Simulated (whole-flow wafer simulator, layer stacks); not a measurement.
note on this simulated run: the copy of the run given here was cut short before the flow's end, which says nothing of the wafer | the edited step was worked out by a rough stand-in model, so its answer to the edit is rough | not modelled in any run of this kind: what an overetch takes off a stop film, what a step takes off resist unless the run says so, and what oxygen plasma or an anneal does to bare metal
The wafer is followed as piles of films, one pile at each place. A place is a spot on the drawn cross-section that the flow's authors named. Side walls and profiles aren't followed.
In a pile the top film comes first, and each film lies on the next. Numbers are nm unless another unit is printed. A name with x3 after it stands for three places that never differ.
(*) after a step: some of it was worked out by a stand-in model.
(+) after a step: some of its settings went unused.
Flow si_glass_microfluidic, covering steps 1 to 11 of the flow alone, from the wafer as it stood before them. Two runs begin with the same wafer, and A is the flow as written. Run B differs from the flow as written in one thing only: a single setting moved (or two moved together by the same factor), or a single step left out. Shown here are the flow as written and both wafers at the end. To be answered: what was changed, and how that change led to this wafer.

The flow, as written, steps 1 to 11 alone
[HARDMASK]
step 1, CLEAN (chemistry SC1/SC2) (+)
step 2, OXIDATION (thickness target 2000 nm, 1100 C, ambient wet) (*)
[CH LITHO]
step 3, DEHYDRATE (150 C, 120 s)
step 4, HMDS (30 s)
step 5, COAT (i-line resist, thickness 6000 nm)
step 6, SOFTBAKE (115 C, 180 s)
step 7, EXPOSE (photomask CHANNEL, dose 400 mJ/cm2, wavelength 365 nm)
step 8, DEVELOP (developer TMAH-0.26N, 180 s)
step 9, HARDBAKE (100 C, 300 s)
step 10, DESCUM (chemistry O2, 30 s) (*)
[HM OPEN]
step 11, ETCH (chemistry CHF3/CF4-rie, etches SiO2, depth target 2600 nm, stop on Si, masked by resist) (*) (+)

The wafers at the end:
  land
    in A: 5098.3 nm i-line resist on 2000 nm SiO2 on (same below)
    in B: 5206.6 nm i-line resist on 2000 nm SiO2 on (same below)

Cause: step 11, ETCH: depth target 2275 nm was run, whereas the flow has depth target 2600 nm.

The path from the change to this, step by step:
  step 11, ETCH (chemistry CHF3/CF4-rie, etches SiO2, depth target 2600 nm, stop on Si, masked by resist) (*) (+)
      land: A -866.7 i-line resist | B -758.3 i-line resist
